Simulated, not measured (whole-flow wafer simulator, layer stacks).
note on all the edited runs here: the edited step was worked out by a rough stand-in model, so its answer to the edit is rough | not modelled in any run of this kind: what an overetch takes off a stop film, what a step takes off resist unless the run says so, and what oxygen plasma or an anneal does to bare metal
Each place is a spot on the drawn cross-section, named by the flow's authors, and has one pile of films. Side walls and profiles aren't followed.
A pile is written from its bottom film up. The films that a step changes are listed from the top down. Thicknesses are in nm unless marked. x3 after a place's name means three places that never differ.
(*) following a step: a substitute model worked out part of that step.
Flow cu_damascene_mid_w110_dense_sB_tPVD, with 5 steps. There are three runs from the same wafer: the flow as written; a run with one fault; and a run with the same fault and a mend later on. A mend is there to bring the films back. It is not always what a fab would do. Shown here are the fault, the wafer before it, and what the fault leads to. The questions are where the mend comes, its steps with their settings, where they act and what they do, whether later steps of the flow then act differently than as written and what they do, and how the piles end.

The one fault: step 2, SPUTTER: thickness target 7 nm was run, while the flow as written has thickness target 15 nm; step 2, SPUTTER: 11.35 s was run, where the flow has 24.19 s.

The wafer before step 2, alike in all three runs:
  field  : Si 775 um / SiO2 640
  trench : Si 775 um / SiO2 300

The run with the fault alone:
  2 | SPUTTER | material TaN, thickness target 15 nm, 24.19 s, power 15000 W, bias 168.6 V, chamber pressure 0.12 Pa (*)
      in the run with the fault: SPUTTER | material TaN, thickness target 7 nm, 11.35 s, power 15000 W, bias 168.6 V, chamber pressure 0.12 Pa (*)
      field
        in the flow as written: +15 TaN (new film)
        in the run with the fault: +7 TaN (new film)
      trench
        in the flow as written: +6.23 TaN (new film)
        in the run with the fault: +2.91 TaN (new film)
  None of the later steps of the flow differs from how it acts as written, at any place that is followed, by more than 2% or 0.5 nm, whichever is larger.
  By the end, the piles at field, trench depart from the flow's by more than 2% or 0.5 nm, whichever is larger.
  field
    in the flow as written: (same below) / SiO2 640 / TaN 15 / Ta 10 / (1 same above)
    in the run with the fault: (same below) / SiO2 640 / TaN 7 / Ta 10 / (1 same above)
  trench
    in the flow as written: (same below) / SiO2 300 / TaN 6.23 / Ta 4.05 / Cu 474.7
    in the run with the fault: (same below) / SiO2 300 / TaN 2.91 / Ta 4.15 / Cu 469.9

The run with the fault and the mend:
  The mend stands after step 2.
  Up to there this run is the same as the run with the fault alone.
  2a | SPUTTER | material TaN, thickness target 8 nm, 12.84 s, power 15000 W, bias 168.6 V, chamber pressure 0.12 Pa (*) (the flow's step 2 again, with other settings)
      field
        +8 TaN
      trench
        +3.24 TaN
  None of the later steps of the flow differs from how it acts as written, at any place that is followed, by more than 2% or 0.5 nm, whichever is larger.
  The piles end only slightly different from the flow's at the places that both follow, by no more than 2% or 0.5 nm, whichever is larger.
